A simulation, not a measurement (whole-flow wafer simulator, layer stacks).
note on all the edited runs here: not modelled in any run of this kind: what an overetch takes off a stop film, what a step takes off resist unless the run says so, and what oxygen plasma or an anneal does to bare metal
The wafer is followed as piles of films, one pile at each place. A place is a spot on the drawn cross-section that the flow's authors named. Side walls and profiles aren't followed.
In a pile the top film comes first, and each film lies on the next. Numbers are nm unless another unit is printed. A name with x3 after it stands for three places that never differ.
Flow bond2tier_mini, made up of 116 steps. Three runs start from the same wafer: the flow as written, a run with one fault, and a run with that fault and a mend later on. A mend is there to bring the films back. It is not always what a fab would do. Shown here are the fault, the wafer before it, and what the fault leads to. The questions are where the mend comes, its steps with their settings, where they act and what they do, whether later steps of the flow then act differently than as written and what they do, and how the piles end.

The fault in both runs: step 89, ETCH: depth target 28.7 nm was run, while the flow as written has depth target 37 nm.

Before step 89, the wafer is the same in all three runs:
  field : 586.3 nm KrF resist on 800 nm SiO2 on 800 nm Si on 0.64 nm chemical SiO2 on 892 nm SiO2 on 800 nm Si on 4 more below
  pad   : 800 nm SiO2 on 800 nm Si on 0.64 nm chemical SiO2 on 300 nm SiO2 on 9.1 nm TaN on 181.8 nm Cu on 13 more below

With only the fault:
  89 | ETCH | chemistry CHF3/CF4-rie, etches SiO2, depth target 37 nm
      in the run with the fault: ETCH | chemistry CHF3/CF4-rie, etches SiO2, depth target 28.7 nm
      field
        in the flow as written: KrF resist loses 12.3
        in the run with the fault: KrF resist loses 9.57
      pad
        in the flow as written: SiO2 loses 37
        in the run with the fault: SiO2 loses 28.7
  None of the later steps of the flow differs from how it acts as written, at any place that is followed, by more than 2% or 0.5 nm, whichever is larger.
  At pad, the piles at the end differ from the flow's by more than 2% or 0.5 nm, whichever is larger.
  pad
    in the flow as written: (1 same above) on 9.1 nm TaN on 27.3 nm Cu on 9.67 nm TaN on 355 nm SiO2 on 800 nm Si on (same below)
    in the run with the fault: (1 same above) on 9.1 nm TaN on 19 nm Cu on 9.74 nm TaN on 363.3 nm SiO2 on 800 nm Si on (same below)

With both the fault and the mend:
  The mend stands after step 89.
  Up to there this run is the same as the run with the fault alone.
  89a | ETCH | chemistry CHF3/CF4-rie, etches SiO2, depth target 8.3 nm (the flow's step 89 again, with other settings)
      field
        KrF resist loses 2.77
      pad
        SiO2 loses 8.3
  None of the later steps of the flow acts differently than as written at any place that is followed.
  By the end, the piles equal the flow's at every place that both follow.
